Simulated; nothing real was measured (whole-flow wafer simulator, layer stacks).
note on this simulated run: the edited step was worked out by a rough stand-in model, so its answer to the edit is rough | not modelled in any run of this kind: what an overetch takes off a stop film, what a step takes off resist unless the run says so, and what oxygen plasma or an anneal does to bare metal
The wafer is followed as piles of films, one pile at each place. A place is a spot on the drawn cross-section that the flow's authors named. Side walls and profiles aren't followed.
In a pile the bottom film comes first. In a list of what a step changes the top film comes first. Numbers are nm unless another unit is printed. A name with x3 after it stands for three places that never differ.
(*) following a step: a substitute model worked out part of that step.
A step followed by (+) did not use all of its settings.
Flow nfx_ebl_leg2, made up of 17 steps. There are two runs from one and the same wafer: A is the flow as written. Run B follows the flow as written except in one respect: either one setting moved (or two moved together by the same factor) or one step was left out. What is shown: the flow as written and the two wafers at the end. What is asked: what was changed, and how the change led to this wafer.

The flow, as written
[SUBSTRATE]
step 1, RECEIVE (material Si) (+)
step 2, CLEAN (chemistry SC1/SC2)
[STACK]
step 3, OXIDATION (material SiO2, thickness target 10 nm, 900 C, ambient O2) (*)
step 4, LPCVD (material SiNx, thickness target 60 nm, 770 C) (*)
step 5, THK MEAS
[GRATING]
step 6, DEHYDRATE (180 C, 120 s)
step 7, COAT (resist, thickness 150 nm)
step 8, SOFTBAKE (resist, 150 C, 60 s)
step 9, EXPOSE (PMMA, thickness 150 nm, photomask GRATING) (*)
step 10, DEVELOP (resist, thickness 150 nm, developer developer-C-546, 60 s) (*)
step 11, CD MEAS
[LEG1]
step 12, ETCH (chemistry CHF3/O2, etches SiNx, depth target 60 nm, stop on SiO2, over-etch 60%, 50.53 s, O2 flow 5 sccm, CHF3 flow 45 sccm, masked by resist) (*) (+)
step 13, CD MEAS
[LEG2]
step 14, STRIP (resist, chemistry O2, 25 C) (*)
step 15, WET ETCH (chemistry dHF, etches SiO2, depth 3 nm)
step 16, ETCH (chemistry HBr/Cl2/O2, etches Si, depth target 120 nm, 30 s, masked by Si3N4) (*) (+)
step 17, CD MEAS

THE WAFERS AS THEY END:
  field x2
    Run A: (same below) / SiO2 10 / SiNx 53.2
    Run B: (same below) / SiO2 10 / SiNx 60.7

Cause: step 4, LPCVD: thickness target 67.5 nm was run, though the flow has thickness target 60 nm.

The path from the change to this, step by step:
  step 4, LPCVD (material SiNx, thickness target 60 nm, 770 C) (*)
      field x2, pad x2: A SiNx gains 60 (new film) | B SiNx gains 67.5 (new film)
  step 12, ETCH (chemistry CHF3/O2, etches SiNx, depth target 60 nm, stop on SiO2, over-etch 60%, 50.53 s, O2 flow 5 sccm, CHF3 flow 45 sccm, masked by resist) (*) (+)
      pad x2: A SiNx loses 60 (all of it), SiO2 loses 10 (all of it) | B SiNx loses 67.5 (all of it), SiO2 loses 10 (all of it)
